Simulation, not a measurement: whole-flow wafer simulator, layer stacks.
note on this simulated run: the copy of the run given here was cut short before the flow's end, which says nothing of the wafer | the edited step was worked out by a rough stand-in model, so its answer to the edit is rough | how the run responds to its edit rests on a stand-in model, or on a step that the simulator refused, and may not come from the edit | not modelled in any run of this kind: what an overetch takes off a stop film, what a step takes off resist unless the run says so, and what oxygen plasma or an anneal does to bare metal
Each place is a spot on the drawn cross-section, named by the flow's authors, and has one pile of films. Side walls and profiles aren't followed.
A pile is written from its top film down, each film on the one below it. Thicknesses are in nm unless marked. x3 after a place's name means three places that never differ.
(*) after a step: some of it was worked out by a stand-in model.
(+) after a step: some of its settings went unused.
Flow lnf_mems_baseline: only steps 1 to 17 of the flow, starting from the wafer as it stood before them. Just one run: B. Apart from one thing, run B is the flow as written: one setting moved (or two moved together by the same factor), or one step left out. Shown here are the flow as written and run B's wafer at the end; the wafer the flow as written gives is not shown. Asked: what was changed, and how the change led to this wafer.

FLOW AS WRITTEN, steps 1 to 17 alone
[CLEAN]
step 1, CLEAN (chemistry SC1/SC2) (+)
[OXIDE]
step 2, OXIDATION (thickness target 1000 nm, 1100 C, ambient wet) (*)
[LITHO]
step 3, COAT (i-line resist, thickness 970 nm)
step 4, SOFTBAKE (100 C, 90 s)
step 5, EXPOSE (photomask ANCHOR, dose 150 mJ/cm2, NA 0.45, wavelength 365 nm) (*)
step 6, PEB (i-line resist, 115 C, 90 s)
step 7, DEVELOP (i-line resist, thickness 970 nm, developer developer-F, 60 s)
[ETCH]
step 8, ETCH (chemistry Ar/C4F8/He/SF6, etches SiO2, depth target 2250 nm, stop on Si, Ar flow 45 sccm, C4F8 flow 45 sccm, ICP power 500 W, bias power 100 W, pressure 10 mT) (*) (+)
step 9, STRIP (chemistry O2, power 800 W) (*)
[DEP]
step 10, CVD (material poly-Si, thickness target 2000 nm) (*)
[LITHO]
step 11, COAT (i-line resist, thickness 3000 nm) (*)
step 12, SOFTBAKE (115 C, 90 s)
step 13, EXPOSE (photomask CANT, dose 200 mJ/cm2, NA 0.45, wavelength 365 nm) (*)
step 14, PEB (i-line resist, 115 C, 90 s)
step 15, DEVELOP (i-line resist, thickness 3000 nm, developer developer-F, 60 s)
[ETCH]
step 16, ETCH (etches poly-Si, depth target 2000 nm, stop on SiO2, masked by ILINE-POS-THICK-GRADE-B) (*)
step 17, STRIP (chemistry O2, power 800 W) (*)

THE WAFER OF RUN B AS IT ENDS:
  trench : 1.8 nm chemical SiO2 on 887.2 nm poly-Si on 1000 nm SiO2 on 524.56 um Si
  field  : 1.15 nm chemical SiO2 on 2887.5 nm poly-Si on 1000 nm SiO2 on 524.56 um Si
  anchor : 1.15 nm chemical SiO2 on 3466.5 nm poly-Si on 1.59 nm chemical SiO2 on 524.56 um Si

What caused this: step 10, CVD: thickness target 2888 nm was run, while the flow as written has thickness target 2000 nm.

How this came from the change, step by step:
  step 10, CVD (material poly-Si, thickness target 2000 nm) (*)
      field, beam, trench, char_slit: poly-Si gains 2888 (new film) (in the flow as written it would be: poly-Si gains 2000 (new film))
      anchor: poly-Si gains 3467 (new film) (in the flow as written it would be: poly-Si gains 2322 (new film))
  step 11, COAT (i-line resist, thickness 3000 nm) (*)
      anchor: i-line resist gains 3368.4 (new film) (in the flow as written it would be: i-line resist gains 3611.6 (new film))
  step 12, SOFTBAKE (115 C, 90 s)
      field: i-line resist loses 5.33 (in the flow as written it would be: i-line resist loses 6.66)
      anchor: i-line resist gains 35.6 (in the flow as written it would be: i-line resist gains 45.4)
      (as well as at 2 more places)
  step 14, PEB (i-line resist, 115 C, 90 s)
      anchor: i-line resist loses 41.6 (in the flow as written it would be: i-line resist loses 46.1)
  step 16, ETCH (etches poly-Si, depth target 2000 nm, stop on SiO2, masked by ILINE-POS-THICK-GRADE-B) (*)
      trench, char_slit: poly-Si loses 2000 (in the flow as written it would be: poly-Si loses 2000 (all of it))
  step 17, STRIP (chemistry O2, power 800 W) (*)
      trench, char_slit: chemical SiO2 gains 1.8 (new film), poly-Si loses 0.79 (in the flow as written it would be: nothing)
      anchor: chemical SiO2 gains 1.15 (new film), i-line resist loses 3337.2 (all of it), poly-Si loses 0.51 (in the flow as written it would be: chemical SiO2 gains 1.17 (new film), i-line resist loses 3585.8 (all of it), poly-Si loses 0.52)
